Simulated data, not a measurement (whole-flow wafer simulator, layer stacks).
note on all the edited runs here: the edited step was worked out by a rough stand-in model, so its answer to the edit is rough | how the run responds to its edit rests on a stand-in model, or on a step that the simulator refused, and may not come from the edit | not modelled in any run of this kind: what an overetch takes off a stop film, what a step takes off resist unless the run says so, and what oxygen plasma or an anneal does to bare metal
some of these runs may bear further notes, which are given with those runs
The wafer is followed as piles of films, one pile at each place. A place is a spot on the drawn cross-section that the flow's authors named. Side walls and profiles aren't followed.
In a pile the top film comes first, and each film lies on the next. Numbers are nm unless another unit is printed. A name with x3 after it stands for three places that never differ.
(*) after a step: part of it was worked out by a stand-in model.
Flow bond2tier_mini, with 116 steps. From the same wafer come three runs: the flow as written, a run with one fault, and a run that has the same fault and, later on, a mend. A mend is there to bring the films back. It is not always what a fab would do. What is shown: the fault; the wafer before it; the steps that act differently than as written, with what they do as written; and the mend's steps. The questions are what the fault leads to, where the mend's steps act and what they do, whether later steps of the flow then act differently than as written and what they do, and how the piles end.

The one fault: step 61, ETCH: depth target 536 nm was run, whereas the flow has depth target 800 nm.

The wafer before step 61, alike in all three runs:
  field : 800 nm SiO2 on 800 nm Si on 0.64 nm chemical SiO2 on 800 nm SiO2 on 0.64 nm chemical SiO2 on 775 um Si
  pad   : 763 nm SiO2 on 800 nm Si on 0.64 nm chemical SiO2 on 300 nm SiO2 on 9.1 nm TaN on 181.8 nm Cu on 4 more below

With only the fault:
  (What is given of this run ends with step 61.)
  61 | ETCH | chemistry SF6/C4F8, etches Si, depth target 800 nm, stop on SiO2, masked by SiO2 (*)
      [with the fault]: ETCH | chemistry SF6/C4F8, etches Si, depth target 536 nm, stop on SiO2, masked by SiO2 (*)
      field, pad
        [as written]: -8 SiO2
        [with the fault]: -5.36 SiO2
  After step 61 the piles are close to the flow's at the places that both follow, differing by at most 2% or 0.5 nm, whichever is larger.

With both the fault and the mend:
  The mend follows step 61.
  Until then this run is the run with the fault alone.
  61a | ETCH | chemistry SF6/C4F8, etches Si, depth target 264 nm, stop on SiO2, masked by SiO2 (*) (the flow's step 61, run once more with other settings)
      field, pad
        -2.64 SiO2
  Later steps of the flow that are run all act as written at every place that is followed.
  The piles end the same as the flow's at every place that both follow.
